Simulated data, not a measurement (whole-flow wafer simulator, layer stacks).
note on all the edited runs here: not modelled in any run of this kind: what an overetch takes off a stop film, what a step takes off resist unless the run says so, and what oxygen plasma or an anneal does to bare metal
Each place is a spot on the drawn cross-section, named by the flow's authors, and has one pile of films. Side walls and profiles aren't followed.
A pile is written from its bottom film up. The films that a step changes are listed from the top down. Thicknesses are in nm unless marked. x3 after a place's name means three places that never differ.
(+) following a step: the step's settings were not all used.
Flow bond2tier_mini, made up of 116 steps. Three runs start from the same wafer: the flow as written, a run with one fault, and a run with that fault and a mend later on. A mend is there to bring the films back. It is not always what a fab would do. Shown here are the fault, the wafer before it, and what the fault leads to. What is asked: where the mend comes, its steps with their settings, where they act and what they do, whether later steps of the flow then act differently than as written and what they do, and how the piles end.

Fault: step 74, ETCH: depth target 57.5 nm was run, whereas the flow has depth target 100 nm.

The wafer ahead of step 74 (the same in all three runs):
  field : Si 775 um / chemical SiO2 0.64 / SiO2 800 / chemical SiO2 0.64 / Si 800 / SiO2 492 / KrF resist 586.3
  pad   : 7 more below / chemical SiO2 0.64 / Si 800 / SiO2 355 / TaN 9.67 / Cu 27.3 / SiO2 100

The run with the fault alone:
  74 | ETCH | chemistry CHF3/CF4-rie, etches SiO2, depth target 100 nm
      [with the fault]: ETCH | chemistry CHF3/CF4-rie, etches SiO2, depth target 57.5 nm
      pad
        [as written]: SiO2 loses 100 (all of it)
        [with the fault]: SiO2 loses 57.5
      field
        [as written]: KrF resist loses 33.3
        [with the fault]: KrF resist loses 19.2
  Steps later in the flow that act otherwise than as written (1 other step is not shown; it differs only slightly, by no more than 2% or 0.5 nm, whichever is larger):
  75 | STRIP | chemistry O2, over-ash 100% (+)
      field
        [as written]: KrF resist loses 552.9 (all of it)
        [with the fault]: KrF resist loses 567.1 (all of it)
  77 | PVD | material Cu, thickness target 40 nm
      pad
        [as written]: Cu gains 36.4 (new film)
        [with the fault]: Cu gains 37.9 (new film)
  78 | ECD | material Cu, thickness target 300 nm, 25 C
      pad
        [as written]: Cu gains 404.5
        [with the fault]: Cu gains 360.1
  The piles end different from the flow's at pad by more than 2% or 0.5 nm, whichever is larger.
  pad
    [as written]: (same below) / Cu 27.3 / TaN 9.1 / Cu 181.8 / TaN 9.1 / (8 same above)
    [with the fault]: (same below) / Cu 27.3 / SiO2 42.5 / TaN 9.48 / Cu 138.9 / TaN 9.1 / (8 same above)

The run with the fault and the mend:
  The mend stands after step 74.
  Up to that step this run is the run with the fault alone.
  74a | ETCH | chemistry CHF3/CF4-rie, etches SiO2, depth target 42.5 nm (the flow's step 74, run once more with other settings)
      field
        KrF resist loses 14.2
      pad
        SiO2 loses 42.5 (all of it)
  Later steps of the flow that are run all act as written at every place that is followed.
  At every place that both follow, the piles at the end match the flow's.
